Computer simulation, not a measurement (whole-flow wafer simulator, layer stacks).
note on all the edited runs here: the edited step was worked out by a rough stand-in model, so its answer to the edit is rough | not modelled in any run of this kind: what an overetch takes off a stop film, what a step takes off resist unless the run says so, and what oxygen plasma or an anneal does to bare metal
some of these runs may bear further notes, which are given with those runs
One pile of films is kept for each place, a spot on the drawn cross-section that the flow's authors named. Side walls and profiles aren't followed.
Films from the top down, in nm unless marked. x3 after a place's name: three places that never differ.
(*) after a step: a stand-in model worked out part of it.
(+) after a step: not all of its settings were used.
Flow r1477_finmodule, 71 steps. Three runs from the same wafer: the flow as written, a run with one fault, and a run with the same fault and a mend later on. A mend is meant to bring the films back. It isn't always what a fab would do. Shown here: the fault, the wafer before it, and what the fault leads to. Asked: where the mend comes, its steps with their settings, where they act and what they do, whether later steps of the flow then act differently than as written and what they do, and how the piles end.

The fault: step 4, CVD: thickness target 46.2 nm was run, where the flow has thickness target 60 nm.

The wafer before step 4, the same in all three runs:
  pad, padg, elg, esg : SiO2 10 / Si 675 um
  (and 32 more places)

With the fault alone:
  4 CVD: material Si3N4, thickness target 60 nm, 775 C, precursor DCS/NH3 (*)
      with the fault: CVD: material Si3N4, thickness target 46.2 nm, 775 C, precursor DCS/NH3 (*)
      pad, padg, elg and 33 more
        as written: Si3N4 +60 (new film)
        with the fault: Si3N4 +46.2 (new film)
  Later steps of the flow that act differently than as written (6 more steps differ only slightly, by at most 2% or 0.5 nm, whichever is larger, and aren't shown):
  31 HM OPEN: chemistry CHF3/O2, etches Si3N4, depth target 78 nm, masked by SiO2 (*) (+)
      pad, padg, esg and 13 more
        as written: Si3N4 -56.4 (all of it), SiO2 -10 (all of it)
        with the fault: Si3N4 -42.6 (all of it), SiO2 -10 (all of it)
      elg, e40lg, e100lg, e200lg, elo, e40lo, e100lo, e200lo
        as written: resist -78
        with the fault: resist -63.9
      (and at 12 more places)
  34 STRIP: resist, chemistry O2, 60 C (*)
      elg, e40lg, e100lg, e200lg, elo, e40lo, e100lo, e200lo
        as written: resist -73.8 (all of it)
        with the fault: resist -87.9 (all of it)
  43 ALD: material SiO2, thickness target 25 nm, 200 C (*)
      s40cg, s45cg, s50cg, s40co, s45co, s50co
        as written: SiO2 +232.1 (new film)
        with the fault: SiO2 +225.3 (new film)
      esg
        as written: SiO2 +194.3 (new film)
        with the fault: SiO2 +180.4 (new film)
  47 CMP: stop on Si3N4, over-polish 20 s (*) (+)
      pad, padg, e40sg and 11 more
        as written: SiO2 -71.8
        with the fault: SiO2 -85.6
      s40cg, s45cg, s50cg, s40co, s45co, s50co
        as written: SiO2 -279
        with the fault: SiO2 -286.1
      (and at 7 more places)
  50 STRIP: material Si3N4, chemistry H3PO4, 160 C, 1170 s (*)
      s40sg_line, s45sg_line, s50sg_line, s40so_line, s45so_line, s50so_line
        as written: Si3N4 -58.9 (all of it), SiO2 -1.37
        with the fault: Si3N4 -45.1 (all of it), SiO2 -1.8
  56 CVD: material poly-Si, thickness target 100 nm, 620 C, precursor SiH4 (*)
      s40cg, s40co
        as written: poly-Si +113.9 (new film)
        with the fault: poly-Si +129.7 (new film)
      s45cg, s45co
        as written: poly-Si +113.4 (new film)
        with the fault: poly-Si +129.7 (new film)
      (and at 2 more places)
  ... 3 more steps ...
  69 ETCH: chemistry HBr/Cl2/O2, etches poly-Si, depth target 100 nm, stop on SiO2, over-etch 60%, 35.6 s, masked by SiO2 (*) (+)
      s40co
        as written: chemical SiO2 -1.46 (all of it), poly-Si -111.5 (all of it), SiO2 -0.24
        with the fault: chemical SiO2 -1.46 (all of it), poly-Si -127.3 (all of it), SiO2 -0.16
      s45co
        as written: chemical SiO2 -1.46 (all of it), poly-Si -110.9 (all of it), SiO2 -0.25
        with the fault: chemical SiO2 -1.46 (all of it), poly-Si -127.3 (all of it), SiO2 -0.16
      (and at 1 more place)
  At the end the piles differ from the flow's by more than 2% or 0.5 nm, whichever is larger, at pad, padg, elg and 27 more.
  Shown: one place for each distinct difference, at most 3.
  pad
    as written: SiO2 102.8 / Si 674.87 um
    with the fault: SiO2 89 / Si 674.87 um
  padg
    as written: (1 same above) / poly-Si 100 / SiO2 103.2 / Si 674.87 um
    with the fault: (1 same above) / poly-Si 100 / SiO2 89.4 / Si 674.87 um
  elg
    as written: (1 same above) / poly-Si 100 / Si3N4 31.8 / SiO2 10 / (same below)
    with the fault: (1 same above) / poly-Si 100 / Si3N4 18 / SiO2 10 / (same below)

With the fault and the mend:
  The mend comes after step 5.
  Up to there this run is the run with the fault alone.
  5a CVD: material Si3N4, thickness target 13.8 nm, 775 C, precursor DCS/NH3 (*) (the flow's step 4 once more, with other settings)
      pad, padg, elg and 33 more
        Si3N4 +13.8
  No later step of the flow acts differently than as written at any place that is followed.
  At the end the piles are the same as the flow's at every place that both follow.
